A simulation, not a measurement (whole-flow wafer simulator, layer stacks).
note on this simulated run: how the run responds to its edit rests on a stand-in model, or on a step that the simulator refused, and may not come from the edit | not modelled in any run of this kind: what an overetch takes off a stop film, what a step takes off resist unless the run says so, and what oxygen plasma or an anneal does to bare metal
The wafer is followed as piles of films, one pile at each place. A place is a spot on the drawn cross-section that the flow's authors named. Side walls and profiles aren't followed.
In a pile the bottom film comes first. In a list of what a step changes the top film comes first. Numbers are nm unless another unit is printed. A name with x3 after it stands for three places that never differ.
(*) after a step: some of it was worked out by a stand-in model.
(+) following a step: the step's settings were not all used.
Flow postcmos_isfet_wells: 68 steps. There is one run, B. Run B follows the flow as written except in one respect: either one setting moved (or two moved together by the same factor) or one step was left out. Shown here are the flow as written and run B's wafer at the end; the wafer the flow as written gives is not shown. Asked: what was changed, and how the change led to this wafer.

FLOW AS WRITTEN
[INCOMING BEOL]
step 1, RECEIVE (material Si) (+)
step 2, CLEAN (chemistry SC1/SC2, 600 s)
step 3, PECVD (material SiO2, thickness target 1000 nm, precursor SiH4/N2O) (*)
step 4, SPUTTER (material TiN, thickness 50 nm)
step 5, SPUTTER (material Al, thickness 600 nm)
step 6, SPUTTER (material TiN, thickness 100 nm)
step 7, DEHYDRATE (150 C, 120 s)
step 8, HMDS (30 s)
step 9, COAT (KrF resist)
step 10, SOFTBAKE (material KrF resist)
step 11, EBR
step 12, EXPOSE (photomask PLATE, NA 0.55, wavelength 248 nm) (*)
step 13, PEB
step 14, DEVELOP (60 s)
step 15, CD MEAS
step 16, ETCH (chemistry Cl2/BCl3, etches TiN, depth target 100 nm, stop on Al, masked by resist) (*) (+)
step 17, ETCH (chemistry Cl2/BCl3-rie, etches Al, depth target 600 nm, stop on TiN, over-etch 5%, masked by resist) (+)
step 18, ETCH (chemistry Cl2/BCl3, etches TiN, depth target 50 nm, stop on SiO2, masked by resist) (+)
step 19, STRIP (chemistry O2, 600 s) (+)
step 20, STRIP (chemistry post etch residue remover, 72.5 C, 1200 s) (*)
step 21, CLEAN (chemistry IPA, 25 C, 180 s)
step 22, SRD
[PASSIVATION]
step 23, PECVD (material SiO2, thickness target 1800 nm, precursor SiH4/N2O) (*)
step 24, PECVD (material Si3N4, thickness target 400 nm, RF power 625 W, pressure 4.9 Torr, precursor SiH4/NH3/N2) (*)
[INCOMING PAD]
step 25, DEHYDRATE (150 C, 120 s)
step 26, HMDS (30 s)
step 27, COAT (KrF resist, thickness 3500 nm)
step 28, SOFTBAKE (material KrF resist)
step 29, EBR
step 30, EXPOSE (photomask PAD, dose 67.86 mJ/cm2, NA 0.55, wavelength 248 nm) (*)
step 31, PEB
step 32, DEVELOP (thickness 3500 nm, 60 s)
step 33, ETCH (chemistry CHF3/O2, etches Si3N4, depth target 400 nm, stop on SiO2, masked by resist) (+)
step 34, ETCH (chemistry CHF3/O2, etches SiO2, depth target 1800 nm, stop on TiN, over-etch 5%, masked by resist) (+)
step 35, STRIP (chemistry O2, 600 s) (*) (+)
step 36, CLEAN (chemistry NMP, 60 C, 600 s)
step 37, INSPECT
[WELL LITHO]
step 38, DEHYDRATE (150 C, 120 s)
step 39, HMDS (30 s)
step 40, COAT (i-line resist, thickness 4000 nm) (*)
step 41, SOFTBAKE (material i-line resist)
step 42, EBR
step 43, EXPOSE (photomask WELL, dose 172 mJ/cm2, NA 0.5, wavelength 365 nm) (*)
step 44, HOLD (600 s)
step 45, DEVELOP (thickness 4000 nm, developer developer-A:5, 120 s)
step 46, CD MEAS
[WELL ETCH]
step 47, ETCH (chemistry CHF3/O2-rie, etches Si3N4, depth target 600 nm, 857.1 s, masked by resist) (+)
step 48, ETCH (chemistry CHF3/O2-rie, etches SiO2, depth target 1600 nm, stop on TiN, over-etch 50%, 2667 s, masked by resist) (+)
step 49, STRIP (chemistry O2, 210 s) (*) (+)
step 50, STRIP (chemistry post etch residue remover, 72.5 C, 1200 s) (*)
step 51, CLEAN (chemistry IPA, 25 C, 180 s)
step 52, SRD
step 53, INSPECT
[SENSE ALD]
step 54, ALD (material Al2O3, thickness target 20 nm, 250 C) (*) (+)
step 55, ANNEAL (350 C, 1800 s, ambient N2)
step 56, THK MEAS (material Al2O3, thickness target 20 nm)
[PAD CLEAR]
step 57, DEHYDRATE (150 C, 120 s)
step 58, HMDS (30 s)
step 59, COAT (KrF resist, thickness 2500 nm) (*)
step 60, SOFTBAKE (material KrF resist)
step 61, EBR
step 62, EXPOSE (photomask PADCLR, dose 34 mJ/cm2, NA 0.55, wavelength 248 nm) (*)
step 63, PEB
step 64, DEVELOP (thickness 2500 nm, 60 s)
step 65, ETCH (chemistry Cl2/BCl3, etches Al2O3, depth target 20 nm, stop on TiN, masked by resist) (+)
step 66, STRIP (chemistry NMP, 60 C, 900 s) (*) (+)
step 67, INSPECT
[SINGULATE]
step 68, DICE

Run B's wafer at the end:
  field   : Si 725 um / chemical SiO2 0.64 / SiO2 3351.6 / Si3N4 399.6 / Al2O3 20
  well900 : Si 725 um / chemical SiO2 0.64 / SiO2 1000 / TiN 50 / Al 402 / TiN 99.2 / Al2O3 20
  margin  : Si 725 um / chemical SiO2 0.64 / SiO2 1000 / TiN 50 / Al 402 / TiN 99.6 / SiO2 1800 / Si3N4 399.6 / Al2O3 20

Cause: step 5, SPUTTER: thickness 402 nm was run, though the flow has thickness 600 nm.
The wafer itself shows it: well900 has Al 402, and step 5 as written asks for 600 nm.

How this came from the change, step by step:
  step 5, SPUTTER (material Al, thickness 600 nm)
      field, margin, well900, well1300 x3, pad_rim, pad_clr, pad_open: +402 Al (new film) (it would be, as written: +600 Al (new film))
  step 17, ETCH (chemistry Cl2/BCl3-rie, etches Al, depth target 600 nm, stop on TiN, over-etch 5%, masked by resist) (+)
      margin, well900, well1300 x3, pad_rim, pad_clr, pad_open: -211 KrF resist (it would be, as written: -300 KrF resist)
      field: -402 Al (all of it) (it would be, as written: -600 Al (all of it))
  step 19, STRIP (chemistry O2, 600 s) (+)
      margin, well900, well1300 x3, pad_rim, pad_clr, pad_open: -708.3 KrF resist (all of it) (it would be, as written: -619.4 KrF resist (all of it))
  step 23, PECVD (material SiO2, thickness target 1800 nm, precursor SiH4/N2O) (*)
      field: +2351.6 SiO2 (it would be, as written: +1800 SiO2 (new film), +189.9 void (new film), +559.7 SiO2)
